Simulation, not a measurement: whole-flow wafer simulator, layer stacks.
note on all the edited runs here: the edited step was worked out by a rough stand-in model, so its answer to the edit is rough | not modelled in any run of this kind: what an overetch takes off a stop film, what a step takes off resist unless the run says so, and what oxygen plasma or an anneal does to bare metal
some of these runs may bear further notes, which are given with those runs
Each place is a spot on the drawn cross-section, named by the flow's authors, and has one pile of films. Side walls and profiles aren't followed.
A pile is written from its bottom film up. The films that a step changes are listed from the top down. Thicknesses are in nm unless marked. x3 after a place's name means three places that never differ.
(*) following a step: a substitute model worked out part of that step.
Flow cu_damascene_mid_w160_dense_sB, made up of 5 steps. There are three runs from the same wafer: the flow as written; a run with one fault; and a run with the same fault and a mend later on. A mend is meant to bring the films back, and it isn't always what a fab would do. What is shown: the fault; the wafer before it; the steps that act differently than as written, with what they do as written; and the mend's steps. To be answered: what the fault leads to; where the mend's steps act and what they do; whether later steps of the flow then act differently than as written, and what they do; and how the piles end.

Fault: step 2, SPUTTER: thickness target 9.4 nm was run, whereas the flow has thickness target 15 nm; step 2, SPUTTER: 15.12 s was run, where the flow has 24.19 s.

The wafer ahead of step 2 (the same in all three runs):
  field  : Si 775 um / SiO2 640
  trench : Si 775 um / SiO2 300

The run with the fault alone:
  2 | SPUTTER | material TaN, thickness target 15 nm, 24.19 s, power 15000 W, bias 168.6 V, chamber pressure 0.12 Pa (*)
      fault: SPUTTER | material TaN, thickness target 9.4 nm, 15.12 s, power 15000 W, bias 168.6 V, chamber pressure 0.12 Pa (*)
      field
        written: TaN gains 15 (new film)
        fault: TaN gains 9.4 (new film)
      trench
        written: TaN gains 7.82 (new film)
        fault: TaN gains 4.9 (new film)
  None of the later steps of the flow differs from how it acts as written, at any place that is followed, by more than 2% or 0.5 nm, whichever is larger.
  The piles end different from the flow's at field, trench by more than 2% or 0.5 nm, whichever is larger.
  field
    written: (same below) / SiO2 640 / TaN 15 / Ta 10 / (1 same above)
    fault: (same below) / SiO2 640 / TaN 9.4 / Ta 10 / (1 same above)
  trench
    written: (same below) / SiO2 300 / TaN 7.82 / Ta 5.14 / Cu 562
    fault: (same below) / SiO2 300 / TaN 4.9 / Ta 5.21 / Cu 559.3

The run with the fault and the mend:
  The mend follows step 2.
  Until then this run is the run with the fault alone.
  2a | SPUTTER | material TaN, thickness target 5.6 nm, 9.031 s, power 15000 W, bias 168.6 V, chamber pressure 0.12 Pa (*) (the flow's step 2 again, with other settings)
      field
        TaN gains 5.6
      trench
        TaN gains 2.85
  None of the later steps of the flow differs from how it acts as written, at any place that is followed, by more than 2% or 0.5 nm, whichever is larger.
  When the end is reached, the piles differ only a little from the flow's at the places that both follow, at most by 2% or 0.5 nm, whichever is larger.
